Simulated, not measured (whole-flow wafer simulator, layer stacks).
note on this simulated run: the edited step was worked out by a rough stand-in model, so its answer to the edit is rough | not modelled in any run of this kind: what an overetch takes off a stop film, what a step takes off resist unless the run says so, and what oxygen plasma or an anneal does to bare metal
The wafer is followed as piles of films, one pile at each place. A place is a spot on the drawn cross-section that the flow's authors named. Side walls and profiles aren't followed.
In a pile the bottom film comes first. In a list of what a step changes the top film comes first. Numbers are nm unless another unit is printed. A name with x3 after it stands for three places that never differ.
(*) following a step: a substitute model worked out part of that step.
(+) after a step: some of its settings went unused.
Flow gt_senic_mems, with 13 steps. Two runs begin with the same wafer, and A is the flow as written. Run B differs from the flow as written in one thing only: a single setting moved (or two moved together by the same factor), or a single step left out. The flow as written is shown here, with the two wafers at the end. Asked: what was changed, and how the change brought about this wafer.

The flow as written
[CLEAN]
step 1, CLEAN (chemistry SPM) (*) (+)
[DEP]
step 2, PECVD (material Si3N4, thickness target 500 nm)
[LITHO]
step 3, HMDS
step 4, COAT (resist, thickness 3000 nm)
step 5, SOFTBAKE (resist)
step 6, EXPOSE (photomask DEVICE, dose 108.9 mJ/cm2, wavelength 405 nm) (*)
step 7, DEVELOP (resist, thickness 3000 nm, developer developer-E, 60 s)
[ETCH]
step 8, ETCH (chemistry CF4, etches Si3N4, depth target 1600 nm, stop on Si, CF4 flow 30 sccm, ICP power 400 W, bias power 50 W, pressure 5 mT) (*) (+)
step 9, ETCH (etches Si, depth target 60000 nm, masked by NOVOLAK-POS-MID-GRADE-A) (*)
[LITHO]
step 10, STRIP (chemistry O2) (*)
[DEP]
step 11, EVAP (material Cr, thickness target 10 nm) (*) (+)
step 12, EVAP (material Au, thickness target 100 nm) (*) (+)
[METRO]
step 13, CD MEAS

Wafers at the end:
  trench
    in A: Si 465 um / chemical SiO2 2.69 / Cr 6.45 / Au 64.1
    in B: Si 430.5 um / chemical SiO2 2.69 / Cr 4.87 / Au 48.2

The reason: step 9, ETCH: depth target 94500 nm was run, though the flow has depth target 60000 nm.

Step by step, how the change led to this:
  step 9, ETCH (etches Si, depth target 60000 nm, masked by NOVOLAK-POS-MID-GRADE-A) (*)
      field: A -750 resist | B -1181.2 resist
      trench: A -60 um Si | B -94.5 um Si
  step 10, STRIP (chemistry O2) (*)
      field: A -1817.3 resist (all of it) | B -1386.1 resist (all of it)
  step 11, EVAP (material Cr, thickness target 10 nm) (*) (+)
      trench: A +6.45 Cr (new film) | B +4.87 Cr (new film)
  step 12, EVAP (material Au, thickness target 100 nm) (*) (+)
      trench: A +64.1 Au (new film) | B +48.2 Au (new film)
